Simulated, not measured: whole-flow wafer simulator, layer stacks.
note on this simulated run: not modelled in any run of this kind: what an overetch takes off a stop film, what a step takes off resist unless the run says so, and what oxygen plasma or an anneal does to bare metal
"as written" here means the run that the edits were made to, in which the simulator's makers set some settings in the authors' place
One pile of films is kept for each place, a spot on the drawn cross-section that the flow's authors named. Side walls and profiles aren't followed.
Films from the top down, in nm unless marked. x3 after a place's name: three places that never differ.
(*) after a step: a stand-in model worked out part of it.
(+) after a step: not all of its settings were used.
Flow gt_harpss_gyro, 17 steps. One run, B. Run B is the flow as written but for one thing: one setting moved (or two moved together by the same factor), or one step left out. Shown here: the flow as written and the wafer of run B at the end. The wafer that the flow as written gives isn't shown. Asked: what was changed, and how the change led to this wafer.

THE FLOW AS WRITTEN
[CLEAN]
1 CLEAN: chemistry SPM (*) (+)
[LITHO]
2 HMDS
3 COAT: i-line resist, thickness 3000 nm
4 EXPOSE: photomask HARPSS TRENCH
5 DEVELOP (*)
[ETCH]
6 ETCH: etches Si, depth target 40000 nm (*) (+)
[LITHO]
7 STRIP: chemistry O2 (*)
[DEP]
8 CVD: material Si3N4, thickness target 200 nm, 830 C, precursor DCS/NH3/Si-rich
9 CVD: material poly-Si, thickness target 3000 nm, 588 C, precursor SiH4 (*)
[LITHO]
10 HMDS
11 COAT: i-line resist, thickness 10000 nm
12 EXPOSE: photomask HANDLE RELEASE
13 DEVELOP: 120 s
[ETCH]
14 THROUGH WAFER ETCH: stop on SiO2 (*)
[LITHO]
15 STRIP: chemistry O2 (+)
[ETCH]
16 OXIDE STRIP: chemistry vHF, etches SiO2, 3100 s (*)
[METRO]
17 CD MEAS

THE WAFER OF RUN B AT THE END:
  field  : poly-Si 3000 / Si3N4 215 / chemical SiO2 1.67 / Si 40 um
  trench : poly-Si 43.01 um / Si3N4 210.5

The cause: step 8, CVD: thickness target 215 nm was run, where the flow has thickness target 200 nm.
It can be read off the wafer: field has Si3N4 215, and step 8 as written asks for 200 nm.

How the change led to this, step by step:
  8 CVD: material Si3N4, thickness target 200 nm, 830 C, precursor DCS/NH3/Si-rich
      field: Si3N4 +215 (new film) (as written it would be: Si3N4 +200 (new film))
      trench: Si3N4 +210.5 (new film) (as written it would be: Si3N4 +195.9 (new film))
